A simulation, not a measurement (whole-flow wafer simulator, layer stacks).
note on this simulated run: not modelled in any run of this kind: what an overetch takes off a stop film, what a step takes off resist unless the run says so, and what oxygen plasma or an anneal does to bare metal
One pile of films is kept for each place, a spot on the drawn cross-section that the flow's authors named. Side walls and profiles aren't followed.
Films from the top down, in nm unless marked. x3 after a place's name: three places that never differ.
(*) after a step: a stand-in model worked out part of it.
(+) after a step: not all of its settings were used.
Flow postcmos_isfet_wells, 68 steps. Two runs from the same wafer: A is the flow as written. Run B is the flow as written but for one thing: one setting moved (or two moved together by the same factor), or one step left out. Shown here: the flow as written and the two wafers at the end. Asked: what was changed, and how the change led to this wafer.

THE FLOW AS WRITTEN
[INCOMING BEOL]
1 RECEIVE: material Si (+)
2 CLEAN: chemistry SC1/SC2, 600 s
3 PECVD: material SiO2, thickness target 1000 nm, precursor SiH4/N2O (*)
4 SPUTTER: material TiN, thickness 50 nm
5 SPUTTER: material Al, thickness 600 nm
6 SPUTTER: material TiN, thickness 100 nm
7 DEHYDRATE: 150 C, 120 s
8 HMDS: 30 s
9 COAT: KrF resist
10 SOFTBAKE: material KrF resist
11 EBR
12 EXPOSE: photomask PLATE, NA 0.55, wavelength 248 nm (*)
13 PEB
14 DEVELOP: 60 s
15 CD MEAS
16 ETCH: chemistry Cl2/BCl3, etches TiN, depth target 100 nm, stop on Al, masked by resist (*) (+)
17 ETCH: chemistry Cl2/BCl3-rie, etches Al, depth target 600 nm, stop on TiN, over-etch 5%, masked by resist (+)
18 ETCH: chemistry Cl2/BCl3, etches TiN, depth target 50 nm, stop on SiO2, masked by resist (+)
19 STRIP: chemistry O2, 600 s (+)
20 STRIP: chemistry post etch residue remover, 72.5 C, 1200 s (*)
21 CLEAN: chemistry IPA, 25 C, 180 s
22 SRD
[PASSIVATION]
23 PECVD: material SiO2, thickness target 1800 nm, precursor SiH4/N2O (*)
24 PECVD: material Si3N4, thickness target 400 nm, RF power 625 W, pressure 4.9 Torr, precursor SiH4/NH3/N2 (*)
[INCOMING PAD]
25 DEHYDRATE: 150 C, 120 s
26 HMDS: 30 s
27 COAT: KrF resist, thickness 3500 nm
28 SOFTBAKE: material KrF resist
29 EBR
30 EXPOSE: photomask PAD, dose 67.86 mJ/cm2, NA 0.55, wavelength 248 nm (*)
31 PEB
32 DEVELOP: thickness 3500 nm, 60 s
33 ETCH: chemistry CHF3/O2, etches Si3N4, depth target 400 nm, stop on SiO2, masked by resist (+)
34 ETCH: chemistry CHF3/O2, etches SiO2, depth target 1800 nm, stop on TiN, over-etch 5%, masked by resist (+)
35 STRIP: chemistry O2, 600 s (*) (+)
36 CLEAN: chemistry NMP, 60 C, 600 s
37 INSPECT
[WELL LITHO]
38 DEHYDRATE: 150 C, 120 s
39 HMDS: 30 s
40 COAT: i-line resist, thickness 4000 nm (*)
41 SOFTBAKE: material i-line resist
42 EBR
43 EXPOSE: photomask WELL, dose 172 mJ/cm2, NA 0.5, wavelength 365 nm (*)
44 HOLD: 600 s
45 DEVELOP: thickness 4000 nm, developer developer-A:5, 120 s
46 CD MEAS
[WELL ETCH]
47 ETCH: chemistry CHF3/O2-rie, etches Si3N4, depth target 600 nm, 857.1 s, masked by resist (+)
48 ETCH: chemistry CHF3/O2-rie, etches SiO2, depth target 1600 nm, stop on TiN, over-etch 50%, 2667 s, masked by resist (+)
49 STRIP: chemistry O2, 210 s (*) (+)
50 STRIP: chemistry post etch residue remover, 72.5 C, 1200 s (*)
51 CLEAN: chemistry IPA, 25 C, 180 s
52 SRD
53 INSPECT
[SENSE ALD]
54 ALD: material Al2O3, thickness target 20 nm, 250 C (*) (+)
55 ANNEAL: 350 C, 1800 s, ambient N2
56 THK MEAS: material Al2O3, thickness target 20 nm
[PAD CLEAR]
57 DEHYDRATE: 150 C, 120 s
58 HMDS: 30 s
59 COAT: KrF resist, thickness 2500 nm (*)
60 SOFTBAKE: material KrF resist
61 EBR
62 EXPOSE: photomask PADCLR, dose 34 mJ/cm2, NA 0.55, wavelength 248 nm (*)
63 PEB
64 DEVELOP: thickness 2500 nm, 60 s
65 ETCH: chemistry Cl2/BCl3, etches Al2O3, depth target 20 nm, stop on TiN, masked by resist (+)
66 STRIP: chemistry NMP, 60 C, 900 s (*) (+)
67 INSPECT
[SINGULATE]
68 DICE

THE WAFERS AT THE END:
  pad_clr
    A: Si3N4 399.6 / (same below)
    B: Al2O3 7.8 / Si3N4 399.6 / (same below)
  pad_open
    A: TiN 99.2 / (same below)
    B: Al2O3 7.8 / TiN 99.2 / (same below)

The cause: step 65, ETCH: depth target 12.2 nm was run, where the flow has depth target 20 nm.

How the change led to this, step by step:
  65 ETCH: chemistry Cl2/BCl3, etches Al2O3, depth target 20 nm, stop on TiN, masked by resist (+)
      pad_clr, pad_open: A Al2O3 -20 (all of it) | B Al2O3 -12.2
      field, margin, pad_rim: A KrF resist -25 | B KrF resist -15.2
